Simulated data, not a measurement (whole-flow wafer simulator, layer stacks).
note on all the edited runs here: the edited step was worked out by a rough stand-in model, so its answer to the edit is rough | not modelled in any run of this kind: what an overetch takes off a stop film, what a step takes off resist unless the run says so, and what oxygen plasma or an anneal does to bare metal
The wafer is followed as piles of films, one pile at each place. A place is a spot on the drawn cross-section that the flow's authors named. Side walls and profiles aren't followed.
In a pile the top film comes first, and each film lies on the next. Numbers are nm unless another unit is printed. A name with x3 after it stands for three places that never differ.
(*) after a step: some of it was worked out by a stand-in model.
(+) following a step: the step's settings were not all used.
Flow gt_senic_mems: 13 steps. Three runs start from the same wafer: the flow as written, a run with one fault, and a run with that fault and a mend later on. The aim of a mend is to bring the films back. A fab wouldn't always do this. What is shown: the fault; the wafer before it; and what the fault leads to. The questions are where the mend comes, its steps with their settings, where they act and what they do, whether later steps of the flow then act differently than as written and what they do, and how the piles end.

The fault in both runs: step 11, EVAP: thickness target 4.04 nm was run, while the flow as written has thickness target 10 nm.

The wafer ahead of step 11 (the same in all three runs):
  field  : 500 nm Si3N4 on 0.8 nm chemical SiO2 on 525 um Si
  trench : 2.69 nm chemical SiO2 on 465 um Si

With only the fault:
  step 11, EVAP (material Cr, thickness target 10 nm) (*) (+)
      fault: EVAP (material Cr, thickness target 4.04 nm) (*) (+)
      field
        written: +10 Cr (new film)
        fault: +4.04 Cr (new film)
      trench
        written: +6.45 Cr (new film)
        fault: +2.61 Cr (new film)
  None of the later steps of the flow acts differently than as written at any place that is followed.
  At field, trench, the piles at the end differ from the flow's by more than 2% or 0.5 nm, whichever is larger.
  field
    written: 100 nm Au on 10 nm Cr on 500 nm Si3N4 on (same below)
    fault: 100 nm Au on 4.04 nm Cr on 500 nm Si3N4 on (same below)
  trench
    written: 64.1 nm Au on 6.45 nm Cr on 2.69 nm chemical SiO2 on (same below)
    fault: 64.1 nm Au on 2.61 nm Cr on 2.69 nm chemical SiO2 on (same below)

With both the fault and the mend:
  The mend stands after step 11.
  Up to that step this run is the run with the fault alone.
  step 11a, EVAP (material Cr, thickness target 5.96 nm) (*) (+) (the flow's step 11 again, with other settings)
      field
        +5.96 Cr
      trench
        +3.85 Cr
  None of the later steps of the flow acts differently than as written at any place that is followed.
  The piles end only slightly different from the flow's at the places that both follow, by no more than 2% or 0.5 nm, whichever is larger.
